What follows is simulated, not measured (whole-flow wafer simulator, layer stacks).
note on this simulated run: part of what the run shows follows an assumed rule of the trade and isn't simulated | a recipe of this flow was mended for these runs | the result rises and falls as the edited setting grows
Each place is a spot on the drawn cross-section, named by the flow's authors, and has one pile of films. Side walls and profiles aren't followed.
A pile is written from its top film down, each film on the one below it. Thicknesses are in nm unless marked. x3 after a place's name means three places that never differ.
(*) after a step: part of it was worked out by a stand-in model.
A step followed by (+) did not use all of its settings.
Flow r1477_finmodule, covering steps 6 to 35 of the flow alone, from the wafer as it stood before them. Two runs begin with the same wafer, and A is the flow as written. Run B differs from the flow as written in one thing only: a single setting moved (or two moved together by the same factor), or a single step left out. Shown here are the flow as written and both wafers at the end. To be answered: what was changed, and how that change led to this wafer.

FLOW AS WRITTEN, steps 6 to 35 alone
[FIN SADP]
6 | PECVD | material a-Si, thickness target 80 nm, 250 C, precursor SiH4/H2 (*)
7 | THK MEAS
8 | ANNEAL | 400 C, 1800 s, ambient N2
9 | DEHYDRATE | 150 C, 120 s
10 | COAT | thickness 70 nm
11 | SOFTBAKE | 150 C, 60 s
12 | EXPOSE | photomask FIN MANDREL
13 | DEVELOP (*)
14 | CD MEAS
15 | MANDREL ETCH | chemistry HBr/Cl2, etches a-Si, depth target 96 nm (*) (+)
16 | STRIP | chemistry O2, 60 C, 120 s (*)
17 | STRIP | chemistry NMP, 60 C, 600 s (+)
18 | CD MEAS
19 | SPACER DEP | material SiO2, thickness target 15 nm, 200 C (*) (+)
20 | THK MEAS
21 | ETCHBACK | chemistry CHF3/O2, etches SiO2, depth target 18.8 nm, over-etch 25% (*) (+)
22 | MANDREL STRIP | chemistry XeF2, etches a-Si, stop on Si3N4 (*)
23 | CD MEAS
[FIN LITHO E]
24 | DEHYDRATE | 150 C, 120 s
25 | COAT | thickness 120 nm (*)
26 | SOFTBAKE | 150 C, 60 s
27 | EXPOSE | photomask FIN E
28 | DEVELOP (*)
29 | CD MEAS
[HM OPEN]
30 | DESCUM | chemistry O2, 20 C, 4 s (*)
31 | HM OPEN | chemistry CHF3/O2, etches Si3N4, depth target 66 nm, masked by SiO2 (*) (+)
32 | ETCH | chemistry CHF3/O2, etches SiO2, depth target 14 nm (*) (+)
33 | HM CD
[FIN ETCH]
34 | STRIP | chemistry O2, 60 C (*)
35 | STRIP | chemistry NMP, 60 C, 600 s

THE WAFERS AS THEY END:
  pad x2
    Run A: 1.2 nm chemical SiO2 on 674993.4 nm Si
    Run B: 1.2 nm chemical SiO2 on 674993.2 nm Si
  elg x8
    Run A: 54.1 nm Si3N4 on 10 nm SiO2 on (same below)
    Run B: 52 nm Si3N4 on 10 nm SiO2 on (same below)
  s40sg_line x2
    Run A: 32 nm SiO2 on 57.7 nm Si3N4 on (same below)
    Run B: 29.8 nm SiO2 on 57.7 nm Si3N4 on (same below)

What caused this: step 21, ETCHBACK: depth target 21.1 nm was run, though the flow has depth target 18.8 nm.

The path from the change to this, step by step:
  21 | ETCHBACK | chemistry CHF3/O2, etches SiO2, depth target 18.8 nm, over-etch 25% (*) (+)
      pad x2, elg x8, esg x2 and 12 more: A SiO2 loses 15 (all of it), Si3N4 loses 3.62 | B SiO2 loses 15 (all of it), Si3N4 loses 5.76
  31 | HM OPEN | chemistry CHF3/O2, etches Si3N4, depth target 66 nm, masked by SiO2 (*) (+)
      pad x2, esg x2, e40sg x2, e100sg x2, e200sg x2, s40sg x2, s45sg x2, s50sg x2: A Si3N4 loses 54.1 (all of it), SiO2 loses 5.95 | B Si3N4 loses 52 (all of it), SiO2 loses 7.02
  32 | ETCH | chemistry CHF3/O2, etches SiO2, depth target 14 nm (*) (+)
      pad x2, esg x2, e40sg x2, e100sg x2, e200sg x2, s40sg x2, s45sg x2, s50sg x2: A SiO2 loses 4.05 (all of it), Si loses 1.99 | B SiO2 loses 2.98 (all of it), Si loses 2.2
